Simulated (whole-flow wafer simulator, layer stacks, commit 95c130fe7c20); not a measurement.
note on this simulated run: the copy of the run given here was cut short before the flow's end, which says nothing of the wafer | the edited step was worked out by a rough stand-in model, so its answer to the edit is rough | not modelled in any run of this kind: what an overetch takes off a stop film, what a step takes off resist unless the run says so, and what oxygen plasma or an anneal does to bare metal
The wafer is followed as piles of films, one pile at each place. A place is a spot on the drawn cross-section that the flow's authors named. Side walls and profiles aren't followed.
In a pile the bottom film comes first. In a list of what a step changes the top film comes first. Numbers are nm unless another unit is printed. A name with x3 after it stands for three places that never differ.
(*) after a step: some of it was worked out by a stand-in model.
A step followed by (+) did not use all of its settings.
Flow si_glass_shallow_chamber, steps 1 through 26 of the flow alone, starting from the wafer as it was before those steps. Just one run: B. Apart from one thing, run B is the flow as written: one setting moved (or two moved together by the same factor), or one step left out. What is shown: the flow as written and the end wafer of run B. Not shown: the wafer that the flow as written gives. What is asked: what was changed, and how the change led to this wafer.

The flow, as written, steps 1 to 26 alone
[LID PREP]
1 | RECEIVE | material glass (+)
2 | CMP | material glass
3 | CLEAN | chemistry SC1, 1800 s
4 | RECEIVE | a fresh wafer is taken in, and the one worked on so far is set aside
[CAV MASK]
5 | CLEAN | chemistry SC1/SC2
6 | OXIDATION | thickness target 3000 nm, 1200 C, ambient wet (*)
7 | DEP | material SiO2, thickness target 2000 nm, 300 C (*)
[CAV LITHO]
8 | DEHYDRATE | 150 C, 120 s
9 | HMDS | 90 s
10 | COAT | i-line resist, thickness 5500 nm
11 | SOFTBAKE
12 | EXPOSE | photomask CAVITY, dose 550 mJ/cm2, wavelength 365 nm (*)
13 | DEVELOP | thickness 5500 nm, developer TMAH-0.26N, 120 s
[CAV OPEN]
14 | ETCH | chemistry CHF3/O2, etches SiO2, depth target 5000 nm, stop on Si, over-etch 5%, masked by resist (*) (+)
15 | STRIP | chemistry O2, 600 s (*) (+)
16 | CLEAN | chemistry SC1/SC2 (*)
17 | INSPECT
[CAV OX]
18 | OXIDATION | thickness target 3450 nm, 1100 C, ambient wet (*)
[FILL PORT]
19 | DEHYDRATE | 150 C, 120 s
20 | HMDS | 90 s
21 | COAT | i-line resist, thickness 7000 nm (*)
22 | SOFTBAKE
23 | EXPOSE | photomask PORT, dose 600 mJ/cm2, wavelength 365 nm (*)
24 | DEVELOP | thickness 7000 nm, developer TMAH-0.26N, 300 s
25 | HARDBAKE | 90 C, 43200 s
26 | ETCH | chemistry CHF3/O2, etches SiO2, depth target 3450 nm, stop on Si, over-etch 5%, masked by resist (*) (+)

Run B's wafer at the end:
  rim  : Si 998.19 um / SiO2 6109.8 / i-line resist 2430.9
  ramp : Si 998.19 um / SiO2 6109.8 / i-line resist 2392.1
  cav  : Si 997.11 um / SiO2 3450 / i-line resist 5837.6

The reason: step 21, COAT: thickness 8050 nm was run, though the flow has thickness 7000 nm.

How this came from the change, step by step:
  21 | COAT | i-line resist, thickness 7000 nm (*)
      rim: i-line resist gains 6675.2 (new film) (in the flow as written it would be: i-line resist gains 5660.1 (new film))
      ramp: i-line resist gains 6094.8 (new film) (in the flow as written it would be: i-line resist gains 5087.8 (new film))
      (and at 4 other places as well)
  22 | SOFTBAKE
      rim: i-line resist loses 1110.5 (in the flow as written it would be: i-line resist loses 849)
      ramp: i-line resist loses 570.6 (in the flow as written it would be: i-line resist loses 434.5)
      (and at 4 other places as well)
  24 | DEVELOP | thickness 7000 nm, developer TMAH-0.26N, 300 s
      port: i-line resist loses 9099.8 (all of it) (in the flow as written it would be: i-line resist loses 7752.6 (all of it))
  25 | HARDBAKE | 90 C, 43200 s
      rim: i-line resist loses 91 (in the flow as written it would be: i-line resist loses 62.5)
      ramp: i-line resist loses 89.4 (in the flow as written it would be: i-line resist loses 57.1)
      (and at 3 other places as well)
